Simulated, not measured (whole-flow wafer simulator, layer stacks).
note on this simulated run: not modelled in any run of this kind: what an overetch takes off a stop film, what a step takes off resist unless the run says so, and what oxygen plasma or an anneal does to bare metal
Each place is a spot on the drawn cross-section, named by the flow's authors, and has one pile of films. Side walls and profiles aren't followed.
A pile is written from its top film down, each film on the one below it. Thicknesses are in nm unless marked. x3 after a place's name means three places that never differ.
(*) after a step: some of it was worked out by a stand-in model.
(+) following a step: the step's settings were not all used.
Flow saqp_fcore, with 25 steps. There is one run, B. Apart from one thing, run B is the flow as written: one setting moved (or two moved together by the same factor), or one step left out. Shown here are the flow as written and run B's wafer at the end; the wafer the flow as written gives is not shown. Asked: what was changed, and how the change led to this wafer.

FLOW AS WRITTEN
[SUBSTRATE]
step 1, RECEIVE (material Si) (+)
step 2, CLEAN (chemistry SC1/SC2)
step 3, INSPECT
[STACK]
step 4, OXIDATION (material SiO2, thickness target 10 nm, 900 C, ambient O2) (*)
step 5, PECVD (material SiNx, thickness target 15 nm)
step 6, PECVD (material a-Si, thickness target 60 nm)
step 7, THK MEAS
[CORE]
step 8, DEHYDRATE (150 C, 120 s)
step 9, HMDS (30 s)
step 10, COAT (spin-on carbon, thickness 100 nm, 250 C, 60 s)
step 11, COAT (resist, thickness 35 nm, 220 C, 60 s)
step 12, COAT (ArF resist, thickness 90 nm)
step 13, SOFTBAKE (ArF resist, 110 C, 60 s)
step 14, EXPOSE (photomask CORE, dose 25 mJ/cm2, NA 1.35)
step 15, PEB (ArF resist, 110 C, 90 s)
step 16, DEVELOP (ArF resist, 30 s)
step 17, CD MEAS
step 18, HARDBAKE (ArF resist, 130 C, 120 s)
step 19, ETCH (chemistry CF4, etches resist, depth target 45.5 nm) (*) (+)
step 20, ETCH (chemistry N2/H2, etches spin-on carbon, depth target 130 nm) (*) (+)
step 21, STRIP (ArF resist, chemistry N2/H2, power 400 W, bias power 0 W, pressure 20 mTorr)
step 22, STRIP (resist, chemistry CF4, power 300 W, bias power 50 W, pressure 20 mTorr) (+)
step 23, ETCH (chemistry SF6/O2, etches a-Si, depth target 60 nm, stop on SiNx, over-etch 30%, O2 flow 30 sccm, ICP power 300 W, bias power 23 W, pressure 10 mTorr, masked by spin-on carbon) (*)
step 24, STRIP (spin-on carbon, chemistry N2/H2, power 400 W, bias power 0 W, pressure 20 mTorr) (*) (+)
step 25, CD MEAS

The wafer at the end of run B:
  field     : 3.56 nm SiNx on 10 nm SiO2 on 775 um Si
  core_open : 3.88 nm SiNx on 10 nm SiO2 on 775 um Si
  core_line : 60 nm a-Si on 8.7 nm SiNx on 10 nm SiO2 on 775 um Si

The reason: step 5, PECVD: thickness target 8.7 nm was run, whereas the flow has thickness target 15 nm.
The wafer itself shows it: core_line has SiNx 8.7, and step 5 as written asks for 15 nm.

The path from the change to this, step by step:
  step 5, PECVD (material SiNx, thickness target 15 nm)
      field, core_open, core_line: SiNx gains 8.7 (new film) (in the flow as written it would be: SiNx gains 15 (new film))
